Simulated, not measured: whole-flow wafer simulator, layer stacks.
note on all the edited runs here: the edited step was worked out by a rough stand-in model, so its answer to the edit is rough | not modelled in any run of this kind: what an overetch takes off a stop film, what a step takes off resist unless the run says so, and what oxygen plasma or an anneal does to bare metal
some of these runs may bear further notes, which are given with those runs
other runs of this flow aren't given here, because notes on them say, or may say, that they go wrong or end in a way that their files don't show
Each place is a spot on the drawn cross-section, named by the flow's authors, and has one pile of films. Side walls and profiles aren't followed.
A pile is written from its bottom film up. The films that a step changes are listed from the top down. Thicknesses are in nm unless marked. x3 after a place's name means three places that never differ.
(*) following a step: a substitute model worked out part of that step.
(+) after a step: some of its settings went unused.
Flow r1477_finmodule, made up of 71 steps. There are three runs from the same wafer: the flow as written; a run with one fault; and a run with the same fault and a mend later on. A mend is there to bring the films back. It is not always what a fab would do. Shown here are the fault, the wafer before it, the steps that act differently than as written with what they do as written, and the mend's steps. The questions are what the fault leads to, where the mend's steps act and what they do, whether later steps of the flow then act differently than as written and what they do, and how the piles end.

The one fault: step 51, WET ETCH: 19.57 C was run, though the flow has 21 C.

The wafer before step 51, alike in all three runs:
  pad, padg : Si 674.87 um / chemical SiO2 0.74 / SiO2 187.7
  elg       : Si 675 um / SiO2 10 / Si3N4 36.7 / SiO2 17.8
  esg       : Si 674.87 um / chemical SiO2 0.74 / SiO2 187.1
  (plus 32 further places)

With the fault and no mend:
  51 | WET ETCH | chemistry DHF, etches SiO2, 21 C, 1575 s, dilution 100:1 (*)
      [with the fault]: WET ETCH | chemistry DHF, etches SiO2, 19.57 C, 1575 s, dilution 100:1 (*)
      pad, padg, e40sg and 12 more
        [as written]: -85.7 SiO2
        [with the fault]: -80.8 SiO2
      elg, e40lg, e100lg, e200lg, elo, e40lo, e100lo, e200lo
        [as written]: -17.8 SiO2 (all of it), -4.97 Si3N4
        [with the fault]: -17.8 SiO2 (all of it), -4.43 Si3N4
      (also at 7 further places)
  Steps further on in the flow that do not act as written (1 other step is not shown; it differs only slightly, by no more than 2% or 0.5 nm, whichever is larger):
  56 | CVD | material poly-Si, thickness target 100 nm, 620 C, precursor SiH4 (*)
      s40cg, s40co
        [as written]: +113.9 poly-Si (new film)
        [with the fault]: +109.4 poly-Si (new film)
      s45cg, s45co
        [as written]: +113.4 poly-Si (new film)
        [with the fault]: +108.9 poly-Si (new film)
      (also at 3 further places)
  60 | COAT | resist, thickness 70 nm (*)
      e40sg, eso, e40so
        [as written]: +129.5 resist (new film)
        [with the fault]: +125.4 resist (new film)
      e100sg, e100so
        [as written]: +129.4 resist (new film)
        [with the fault]: +125.3 resist (new film)
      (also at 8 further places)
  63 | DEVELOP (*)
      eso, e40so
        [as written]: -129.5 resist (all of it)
        [with the fault]: -125.4 resist (all of it)
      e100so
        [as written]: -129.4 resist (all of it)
        [with the fault]: -125.3 resist (all of it)
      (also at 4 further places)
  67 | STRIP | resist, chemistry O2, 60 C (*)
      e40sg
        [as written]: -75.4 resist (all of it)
        [with the fault]: -71.3 resist (all of it)
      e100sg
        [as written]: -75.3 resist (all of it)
        [with the fault]: -71.2 resist (all of it)
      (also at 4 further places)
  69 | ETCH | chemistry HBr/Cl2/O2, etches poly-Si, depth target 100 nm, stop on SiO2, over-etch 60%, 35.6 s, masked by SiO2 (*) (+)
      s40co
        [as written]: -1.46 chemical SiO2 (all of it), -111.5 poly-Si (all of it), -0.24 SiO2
        [with the fault]: -1.44 chemical SiO2 (all of it), -107 poly-Si (all of it), -0.27 SiO2
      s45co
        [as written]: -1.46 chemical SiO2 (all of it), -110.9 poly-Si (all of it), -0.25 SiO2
        [with the fault]: -1.44 chemical SiO2 (all of it), -106.4 poly-Si (all of it), -0.27 SiO2
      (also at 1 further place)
  At pad, padg, esg and 19 more, the piles at the end differ from the flow's by more than 2% or 0.5 nm, whichever is larger.
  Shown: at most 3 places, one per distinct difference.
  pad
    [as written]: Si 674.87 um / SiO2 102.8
    [with the fault]: Si 674.87 um / SiO2 107.7
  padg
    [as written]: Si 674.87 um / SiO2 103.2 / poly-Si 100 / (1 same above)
    [with the fault]: Si 674.87 um / SiO2 108.1 / poly-Si 100 / (1 same above)
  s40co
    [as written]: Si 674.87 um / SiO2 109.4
    [with the fault]: Si 674.87 um / SiO2 113.8

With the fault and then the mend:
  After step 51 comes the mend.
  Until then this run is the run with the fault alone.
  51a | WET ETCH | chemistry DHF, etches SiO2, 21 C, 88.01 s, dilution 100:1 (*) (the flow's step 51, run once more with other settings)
      pad, padg, e40sg and 12 more
        -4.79 SiO2
      elg, e40lg, e100lg, e200lg, elo, e40lo, e100lo, e200lo
        -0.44 Si3N4
      esg, s40cg, s45cg, s50cg, s40co, s45co, s50co
        -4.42 SiO2
  None of the later steps of the flow differs from how it acts as written, at any place that is followed, by more than 2% or 0.5 nm, whichever is larger.
  The piles end only slightly different from the flow's at the places that both follow, by no more than 2% or 0.5 nm, whichever is larger.
